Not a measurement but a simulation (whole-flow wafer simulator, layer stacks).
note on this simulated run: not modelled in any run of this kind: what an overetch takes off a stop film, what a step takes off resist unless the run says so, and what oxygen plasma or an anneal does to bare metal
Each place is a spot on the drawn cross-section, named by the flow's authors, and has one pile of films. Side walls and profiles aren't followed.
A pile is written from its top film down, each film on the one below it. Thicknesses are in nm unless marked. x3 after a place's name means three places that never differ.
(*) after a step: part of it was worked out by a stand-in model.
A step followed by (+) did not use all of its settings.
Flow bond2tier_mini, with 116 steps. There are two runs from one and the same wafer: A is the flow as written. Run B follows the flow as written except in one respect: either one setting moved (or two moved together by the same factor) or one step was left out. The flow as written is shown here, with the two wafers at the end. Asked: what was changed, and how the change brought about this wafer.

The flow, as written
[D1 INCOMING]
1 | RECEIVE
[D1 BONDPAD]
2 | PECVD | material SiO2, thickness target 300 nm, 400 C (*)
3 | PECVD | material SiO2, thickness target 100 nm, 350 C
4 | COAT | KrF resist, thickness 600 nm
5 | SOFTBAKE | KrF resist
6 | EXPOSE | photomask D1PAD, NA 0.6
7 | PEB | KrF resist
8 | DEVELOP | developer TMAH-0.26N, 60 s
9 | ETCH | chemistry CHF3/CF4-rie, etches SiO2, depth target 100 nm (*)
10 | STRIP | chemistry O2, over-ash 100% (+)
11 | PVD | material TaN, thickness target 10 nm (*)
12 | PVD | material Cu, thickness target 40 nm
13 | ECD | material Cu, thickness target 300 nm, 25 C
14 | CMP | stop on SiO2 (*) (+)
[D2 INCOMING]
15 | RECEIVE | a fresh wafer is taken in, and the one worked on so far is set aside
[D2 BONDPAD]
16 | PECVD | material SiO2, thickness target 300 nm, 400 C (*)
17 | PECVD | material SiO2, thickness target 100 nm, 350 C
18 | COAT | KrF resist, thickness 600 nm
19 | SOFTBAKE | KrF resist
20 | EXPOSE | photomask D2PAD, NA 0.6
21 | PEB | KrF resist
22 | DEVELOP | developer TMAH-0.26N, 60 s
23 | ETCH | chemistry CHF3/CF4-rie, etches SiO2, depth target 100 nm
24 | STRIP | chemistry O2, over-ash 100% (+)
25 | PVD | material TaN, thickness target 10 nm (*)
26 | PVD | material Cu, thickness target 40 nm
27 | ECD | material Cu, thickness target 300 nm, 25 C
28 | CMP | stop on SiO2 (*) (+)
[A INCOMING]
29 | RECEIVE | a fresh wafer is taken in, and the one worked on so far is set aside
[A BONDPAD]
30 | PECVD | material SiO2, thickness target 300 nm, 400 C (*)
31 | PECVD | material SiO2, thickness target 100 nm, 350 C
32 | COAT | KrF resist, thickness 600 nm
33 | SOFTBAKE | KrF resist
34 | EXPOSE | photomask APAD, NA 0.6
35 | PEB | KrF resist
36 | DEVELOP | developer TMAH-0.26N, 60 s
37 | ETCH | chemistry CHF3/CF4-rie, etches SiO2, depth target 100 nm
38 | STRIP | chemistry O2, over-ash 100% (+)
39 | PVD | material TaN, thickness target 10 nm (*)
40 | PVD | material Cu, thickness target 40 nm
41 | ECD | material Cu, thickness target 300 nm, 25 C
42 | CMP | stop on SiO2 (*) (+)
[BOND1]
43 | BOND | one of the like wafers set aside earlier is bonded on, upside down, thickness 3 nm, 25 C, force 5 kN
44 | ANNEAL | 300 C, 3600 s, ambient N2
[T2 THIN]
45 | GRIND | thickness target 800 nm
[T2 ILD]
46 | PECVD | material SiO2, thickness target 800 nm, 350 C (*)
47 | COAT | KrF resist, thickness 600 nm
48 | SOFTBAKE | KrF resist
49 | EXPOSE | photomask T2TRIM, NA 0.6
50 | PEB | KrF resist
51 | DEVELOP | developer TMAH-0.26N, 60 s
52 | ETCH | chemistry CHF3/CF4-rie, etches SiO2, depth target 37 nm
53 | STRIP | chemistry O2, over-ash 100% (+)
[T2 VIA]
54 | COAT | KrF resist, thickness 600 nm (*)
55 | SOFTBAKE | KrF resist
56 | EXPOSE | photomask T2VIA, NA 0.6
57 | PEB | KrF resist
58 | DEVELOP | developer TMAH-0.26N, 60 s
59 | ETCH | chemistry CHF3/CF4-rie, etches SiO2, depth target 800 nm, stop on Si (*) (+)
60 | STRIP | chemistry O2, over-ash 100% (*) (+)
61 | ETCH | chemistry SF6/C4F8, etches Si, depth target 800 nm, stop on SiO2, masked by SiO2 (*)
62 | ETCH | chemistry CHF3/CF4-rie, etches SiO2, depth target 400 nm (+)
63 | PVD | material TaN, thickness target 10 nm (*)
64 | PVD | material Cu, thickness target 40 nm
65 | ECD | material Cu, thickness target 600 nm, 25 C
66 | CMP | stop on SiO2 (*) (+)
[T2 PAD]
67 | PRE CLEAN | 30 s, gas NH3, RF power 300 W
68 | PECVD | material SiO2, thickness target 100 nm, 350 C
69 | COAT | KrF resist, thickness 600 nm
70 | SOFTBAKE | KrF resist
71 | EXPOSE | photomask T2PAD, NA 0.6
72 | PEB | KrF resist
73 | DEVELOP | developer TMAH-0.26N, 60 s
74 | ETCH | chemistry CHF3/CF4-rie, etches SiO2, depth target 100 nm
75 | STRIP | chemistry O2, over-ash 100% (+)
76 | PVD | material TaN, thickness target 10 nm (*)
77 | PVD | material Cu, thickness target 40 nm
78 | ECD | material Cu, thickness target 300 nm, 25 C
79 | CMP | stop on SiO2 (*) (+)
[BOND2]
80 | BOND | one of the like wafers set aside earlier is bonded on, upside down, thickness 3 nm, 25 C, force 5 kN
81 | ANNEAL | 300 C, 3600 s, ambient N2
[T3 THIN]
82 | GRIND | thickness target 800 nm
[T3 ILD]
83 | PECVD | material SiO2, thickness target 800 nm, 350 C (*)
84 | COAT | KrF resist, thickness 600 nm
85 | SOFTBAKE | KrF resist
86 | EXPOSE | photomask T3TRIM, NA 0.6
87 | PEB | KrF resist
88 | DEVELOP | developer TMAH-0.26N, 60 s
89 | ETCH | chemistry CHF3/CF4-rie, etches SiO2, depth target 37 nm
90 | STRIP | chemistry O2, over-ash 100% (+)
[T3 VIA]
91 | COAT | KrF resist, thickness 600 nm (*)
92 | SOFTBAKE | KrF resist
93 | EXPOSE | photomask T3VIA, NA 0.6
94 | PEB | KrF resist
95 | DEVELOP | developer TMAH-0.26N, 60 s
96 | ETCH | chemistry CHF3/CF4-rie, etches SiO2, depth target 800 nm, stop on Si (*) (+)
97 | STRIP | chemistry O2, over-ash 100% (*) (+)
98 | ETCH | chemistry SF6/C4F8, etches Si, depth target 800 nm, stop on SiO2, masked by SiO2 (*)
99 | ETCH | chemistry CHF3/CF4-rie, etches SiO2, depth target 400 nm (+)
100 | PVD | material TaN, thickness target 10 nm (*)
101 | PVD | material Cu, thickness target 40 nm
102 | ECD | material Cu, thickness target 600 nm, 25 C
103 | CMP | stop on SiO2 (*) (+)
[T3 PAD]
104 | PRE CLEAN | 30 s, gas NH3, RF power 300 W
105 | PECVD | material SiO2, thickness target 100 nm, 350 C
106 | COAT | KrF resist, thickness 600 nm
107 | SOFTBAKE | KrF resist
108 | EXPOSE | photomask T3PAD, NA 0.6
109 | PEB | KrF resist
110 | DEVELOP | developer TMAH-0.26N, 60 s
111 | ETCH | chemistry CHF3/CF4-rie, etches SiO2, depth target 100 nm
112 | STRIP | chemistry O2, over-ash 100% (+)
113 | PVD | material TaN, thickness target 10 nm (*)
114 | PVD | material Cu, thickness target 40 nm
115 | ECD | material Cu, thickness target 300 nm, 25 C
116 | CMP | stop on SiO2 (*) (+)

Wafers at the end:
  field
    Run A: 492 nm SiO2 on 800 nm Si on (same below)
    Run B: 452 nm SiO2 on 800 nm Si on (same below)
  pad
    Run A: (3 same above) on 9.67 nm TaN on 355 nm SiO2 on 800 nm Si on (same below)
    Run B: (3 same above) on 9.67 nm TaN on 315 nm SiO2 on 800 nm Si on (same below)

The reason: step 99, ETCH: depth target 440 nm was run, whereas the flow has depth target 400 nm.

How this came from the change, step by step:
  99 | ETCH | chemistry CHF3/CF4-rie, etches SiO2, depth target 400 nm (+)
      field, pad: A SiO2 loses 400 | B SiO2 loses 440
